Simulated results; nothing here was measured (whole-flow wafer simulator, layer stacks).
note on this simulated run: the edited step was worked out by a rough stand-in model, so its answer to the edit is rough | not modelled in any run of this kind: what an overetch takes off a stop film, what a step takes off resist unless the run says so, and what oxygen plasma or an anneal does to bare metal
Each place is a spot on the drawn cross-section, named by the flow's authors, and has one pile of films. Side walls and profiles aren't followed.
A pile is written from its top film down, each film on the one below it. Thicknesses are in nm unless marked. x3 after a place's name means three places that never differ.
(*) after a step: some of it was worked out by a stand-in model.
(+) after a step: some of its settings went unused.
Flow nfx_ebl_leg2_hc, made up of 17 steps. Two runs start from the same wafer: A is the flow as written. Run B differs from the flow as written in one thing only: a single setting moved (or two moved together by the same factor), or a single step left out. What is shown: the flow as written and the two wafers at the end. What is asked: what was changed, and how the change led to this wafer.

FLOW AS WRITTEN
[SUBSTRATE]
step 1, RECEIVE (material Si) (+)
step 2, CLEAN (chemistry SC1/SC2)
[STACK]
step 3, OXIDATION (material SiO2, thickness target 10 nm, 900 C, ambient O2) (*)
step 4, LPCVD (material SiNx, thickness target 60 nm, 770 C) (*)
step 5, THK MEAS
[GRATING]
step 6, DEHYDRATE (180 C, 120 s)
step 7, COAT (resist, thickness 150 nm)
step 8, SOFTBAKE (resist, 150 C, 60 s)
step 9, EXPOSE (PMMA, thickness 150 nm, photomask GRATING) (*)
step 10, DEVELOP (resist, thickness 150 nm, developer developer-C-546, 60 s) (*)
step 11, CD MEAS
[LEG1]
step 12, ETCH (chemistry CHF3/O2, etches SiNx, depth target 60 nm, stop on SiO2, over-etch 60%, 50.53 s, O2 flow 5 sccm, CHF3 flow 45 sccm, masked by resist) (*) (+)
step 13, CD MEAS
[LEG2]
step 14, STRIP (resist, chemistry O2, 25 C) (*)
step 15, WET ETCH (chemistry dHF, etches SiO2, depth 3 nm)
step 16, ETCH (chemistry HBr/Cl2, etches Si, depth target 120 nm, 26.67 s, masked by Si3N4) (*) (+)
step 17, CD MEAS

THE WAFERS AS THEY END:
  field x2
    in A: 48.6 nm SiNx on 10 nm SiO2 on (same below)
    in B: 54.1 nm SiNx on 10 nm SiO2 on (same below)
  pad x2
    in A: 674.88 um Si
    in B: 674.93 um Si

What caused this: step 16, ETCH: depth target 61.8 nm was run, while the flow as written has depth target 120 nm; step 16, ETCH: 13.73 s was run, where the flow has 26.67 s.

How this came from the change, step by step:
  step 16, ETCH (chemistry HBr/Cl2, etches Si, depth target 120 nm, 26.67 s, masked by Si3N4) (*) (+)
      field x2: A -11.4 SiNx | B -5.88 SiNx
      pad x2: A -120 Si | B -61.8 Si
